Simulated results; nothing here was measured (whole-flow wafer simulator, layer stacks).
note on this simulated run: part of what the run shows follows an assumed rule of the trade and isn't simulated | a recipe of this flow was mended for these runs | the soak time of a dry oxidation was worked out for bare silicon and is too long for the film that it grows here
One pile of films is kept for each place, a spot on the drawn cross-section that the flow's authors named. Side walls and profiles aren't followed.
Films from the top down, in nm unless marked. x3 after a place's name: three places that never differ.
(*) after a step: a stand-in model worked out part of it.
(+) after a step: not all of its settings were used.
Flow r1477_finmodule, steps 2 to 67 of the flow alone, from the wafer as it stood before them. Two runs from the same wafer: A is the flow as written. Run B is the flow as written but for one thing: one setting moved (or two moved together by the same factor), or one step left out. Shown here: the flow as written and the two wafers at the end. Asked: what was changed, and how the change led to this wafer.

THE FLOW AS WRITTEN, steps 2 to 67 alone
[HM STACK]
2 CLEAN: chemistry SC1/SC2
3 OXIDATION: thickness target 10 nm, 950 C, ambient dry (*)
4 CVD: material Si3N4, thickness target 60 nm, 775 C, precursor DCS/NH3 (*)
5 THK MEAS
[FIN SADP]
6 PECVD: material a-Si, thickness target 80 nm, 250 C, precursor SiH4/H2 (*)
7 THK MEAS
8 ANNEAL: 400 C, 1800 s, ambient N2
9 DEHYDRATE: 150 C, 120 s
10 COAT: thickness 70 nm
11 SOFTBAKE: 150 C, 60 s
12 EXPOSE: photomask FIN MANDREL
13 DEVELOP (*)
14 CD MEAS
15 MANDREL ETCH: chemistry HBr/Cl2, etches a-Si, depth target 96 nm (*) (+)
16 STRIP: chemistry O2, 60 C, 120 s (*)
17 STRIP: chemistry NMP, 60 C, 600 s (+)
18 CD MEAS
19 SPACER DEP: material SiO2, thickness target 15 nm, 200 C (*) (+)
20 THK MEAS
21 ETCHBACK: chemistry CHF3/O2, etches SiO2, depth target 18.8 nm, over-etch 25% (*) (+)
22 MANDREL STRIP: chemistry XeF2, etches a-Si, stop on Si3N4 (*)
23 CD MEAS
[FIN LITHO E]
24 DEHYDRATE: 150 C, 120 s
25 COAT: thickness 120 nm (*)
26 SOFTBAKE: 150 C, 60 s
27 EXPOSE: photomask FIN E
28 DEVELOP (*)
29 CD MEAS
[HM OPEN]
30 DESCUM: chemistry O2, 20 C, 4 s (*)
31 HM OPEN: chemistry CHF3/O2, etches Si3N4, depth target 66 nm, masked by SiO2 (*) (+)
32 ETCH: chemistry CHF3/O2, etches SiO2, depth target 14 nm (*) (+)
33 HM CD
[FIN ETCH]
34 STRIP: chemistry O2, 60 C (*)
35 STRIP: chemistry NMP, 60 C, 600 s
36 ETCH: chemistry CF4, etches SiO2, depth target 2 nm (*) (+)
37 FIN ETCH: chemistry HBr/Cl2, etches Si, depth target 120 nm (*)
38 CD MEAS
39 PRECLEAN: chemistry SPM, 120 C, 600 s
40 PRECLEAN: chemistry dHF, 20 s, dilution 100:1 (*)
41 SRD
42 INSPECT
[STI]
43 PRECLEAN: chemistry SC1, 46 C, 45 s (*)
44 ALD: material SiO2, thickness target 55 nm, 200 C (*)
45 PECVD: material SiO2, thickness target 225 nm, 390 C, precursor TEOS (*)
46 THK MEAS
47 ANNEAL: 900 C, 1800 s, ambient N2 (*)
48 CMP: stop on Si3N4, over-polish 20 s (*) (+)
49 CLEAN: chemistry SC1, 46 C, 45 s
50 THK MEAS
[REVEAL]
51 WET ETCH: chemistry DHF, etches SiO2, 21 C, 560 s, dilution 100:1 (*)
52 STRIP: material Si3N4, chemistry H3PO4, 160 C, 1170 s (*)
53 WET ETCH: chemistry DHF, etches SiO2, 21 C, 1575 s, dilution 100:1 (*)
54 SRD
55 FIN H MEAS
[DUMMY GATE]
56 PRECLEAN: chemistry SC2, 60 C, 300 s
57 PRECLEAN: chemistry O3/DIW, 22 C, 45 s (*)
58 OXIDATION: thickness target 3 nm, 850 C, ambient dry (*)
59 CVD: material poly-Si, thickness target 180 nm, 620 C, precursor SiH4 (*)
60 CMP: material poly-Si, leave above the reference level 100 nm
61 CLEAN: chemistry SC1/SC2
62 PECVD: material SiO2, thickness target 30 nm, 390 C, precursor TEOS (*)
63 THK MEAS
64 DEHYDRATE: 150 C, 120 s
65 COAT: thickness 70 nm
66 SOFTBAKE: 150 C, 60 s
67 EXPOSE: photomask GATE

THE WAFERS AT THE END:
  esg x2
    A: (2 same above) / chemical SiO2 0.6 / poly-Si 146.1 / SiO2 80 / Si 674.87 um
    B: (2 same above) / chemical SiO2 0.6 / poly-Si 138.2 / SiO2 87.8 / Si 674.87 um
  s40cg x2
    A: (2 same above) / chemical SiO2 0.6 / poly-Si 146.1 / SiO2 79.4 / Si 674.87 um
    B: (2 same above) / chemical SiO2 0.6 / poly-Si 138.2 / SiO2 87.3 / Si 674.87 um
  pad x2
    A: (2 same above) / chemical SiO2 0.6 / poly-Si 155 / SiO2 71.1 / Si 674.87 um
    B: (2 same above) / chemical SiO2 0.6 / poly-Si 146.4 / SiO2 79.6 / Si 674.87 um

The cause: step 53, WET ETCH: 1418 s was run, where the flow has 1575 s.

How the change led to this, step by step:
  53 WET ETCH: chemistry DHF, etches SiO2, 21 C, 1575 s, dilution 100:1 (*)
      esg x2, e40sg x2, e100sg x2 and 14 more: A SiO2 -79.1 | B SiO2 -71.2
      pad x2: A SiO2 -85.7 | B SiO2 -77.1
  59 CVD: material poly-Si, thickness target 180 nm, 620 C, precursor SiH4 (*)
      esg x2, e40sg x2, e100sg x2 and 12 more: A poly-Si +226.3 (new film) | B poly-Si +218.4 (new film)
      e200sg x2: A poly-Si +219.2 (new film) | B poly-Si +211.4 (new film)
  60 CMP: material poly-Si, leave above the reference level 100 nm
      pad x2: A poly-Si -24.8 | B poly-Si -33.3
